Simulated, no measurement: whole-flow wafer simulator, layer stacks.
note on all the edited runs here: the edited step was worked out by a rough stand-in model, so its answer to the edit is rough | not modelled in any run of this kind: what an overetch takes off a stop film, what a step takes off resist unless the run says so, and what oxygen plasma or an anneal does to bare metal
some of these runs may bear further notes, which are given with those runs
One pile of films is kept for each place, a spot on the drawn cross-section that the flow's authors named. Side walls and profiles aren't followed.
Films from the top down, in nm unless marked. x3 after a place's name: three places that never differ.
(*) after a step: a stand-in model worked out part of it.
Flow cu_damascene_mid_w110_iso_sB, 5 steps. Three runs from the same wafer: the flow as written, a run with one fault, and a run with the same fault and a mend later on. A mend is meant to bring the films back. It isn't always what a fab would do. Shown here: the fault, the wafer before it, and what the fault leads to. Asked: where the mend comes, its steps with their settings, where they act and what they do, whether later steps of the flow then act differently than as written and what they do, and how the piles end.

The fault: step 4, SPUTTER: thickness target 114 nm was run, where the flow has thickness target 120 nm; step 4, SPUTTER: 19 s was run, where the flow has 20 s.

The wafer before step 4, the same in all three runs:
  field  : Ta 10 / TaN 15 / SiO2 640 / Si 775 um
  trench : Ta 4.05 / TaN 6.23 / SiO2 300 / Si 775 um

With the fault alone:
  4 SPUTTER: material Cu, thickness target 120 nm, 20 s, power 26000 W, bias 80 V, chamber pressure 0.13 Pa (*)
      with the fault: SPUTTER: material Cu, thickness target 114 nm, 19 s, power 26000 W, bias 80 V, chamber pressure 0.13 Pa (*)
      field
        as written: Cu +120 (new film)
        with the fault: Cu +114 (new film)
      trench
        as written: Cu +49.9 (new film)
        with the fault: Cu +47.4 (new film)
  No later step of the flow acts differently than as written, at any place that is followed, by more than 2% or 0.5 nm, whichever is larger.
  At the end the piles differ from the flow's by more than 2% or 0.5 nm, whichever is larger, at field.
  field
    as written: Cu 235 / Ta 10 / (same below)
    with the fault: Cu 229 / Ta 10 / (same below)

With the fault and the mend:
  The mend comes after step 4.
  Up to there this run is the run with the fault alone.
  4a SPUTTER: material Cu, thickness target 6 nm, 1 s, power 26000 W, bias 80 V, chamber pressure 0.13 Pa (*) (the flow's step 4 once more, with other settings)
      field
        Cu +6
      trench
        Cu +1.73
  No later step of the flow acts differently than as written, at any place that is followed, by more than 2% or 0.5 nm, whichever is larger.
  At the end the piles are the same as the flow's at every place that both follow.
